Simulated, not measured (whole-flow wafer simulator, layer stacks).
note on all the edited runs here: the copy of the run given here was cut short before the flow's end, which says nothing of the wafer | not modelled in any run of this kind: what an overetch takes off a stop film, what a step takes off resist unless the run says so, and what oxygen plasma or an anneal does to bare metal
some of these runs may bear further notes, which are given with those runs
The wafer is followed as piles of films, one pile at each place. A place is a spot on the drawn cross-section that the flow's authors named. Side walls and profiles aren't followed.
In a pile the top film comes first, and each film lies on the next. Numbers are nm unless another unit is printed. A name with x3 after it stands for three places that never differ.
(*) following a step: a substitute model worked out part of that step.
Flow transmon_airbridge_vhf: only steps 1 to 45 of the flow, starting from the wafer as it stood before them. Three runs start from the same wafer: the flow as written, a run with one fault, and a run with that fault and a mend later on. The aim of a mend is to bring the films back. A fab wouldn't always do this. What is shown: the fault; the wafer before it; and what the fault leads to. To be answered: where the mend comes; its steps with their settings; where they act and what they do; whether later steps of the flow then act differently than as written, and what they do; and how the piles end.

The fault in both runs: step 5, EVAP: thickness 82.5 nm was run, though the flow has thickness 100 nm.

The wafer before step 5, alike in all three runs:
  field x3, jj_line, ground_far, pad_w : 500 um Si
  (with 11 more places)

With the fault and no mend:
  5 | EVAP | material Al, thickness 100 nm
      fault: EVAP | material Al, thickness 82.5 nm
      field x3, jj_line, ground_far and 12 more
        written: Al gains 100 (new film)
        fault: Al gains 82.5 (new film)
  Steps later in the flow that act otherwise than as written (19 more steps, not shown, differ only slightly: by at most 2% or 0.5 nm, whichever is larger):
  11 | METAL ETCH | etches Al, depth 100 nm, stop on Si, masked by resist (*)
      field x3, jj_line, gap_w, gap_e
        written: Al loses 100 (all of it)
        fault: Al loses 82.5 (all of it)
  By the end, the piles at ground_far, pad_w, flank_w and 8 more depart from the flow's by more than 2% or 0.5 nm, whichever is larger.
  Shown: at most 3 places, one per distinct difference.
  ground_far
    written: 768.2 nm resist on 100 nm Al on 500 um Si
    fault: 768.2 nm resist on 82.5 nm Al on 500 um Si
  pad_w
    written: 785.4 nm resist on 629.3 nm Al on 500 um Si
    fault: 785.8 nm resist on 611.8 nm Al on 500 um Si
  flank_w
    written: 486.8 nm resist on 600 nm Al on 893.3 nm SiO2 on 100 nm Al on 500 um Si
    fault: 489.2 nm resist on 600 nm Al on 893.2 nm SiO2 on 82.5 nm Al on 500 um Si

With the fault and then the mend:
  The mend stands after step 5.
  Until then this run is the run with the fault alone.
  5a | EVAP | material Al, thickness 17.5 nm (the flow's step 5 again, with other settings)
      field x3, jj_line, ground_far and 12 more
        Al gains 17.5
  Every later step of the flow that is run acts as written at every place that is followed.
  By the end, the piles equal the flow's at every place that both follow.
